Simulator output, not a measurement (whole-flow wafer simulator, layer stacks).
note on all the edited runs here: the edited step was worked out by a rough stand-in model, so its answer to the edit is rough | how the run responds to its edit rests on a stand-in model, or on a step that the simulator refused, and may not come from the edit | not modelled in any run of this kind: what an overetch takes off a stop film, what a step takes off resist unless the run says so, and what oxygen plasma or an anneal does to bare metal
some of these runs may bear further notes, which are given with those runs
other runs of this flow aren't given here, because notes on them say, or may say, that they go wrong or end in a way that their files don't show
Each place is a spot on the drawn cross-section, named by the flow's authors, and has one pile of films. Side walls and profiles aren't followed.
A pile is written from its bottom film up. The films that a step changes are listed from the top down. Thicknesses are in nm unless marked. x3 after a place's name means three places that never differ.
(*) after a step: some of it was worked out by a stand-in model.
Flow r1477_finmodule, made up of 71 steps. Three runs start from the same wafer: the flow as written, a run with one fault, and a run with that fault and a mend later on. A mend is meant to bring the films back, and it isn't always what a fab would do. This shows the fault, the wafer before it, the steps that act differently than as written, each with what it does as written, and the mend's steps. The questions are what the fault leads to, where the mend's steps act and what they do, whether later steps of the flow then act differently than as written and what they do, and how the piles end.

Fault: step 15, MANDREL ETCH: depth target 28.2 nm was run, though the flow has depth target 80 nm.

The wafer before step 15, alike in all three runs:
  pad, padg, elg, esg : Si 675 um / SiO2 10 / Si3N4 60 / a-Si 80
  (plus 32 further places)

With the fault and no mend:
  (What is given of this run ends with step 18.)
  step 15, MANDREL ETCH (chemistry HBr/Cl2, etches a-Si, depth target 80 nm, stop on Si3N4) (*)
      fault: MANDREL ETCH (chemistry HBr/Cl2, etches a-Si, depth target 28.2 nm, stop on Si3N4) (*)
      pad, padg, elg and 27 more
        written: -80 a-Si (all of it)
        fault: -28.2 a-Si
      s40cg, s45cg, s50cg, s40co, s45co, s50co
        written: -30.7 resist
        fault: -10.8 resist
  Steps further on in the flow that do not act as written:
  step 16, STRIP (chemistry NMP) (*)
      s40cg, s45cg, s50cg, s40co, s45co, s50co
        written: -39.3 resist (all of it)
        fault: -59.2 resist (all of it)
  The piles after step 18 differ from the flow's at pad, padg, elg and 27 more by more than 2% or 0.5 nm, whichever is larger.
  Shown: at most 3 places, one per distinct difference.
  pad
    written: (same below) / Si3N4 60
    fault: (same below) / Si3N4 60 / a-Si 51.8

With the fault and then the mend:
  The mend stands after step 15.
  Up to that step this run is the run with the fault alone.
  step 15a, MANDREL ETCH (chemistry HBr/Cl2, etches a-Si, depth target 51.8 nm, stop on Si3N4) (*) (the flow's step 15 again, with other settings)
      pad, padg, elg and 27 more
        -51.8 a-Si (all of it)
      s40cg, s45cg, s50cg, s40co, s45co, s50co
        -19.9 resist
  Every later step of the flow that is run acts as written at every place that is followed.
  By the end, the piles equal the flow's at every place that both follow.
